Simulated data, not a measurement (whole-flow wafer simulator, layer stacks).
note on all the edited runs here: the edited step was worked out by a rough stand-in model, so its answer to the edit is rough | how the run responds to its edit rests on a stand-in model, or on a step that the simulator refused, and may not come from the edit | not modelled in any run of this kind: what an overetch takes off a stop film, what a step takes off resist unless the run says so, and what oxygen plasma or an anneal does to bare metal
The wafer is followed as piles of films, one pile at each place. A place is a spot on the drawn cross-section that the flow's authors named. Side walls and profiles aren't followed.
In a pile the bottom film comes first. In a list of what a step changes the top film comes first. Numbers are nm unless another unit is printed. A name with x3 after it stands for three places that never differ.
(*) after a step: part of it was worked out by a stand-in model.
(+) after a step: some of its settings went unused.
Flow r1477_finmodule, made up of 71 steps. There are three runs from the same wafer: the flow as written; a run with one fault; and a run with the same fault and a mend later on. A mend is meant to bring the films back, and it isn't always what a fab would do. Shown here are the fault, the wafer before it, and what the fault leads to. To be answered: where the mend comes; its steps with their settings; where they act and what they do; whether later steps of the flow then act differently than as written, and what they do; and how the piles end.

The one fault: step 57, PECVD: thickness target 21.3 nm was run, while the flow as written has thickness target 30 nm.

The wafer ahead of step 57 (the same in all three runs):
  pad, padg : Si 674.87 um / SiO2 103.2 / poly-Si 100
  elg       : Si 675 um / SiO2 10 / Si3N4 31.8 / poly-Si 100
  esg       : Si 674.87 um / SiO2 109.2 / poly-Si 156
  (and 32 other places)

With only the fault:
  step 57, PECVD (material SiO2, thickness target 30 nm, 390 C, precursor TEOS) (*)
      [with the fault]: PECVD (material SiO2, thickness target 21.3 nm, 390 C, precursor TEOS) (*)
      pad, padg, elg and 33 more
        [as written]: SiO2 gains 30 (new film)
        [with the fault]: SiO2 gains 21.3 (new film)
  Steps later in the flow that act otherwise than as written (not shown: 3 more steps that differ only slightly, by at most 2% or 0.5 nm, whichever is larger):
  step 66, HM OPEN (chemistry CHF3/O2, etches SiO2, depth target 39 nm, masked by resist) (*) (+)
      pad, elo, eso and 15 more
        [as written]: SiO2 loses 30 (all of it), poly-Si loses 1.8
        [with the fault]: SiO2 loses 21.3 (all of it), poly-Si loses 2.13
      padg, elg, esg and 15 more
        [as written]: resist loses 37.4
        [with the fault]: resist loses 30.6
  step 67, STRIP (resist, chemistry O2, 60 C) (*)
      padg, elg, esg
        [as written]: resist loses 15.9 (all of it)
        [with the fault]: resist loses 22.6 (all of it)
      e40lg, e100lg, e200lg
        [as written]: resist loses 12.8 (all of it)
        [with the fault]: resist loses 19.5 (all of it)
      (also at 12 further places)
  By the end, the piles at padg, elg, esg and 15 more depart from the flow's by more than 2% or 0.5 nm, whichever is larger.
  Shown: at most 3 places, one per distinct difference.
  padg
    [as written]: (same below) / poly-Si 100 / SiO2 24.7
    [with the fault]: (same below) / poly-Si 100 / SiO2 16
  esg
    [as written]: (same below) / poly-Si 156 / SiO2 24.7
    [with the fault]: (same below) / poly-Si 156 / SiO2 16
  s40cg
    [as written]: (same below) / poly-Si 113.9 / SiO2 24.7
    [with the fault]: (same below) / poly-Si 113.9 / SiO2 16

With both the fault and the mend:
  After step 64 comes the mend.
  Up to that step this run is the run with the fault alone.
  step 64a, STRIP (resist, chemistry O2, 60 C)
      padg, elg, esg
        resist loses 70 (all of it)
      e40lg, e100lg, e200lg
        resist loses 66.9 (all of it)
      s40sg, s45sg
        resist loses 91 (all of it)
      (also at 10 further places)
  step 64b, PECVD (material SiO2, thickness target 8.7 nm, 390 C, precursor TEOS) (*) (the flow's step 57 again, with other settings)
      pad, padg, elg and 33 more
        SiO2 gains 8.7
  step 64c, COAT (resist, thickness 70 nm) (*) (the flow's step 60 again)
      e40lg, e100lg, e200lg, elo, e40lo, e100lo, e200lo
        resist gains 66.9 (new film)
      pad, padg, elg, esg
        resist gains 70 (new film)
      s40sg, s45sg, s40so, s45so
        resist gains 91 (new film)
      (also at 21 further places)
  step 64d, SOFTBAKE (180 C, 180 s) (*) (the flow's step 61 again)
      does not change any film at any place that is followed
  step 64e, EXPOSE (resist, photomask GATE) (the flow's step 62 again)
      does not change any film at any place that is followed
  step 64f, DEVELOP (*) (the flow's step 63 again)
      elo, e40lo, e100lo, e200lo
        resist loses 66.9 (all of it)
      eso, e40so
        resist loses 129.5 (all of it)
      s40so, s45so
        resist loses 91 (all of it)
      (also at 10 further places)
  None of the later steps of the flow acts differently than as written at any place that is followed.
  By the end, the piles equal the flow's at every place that both follow.
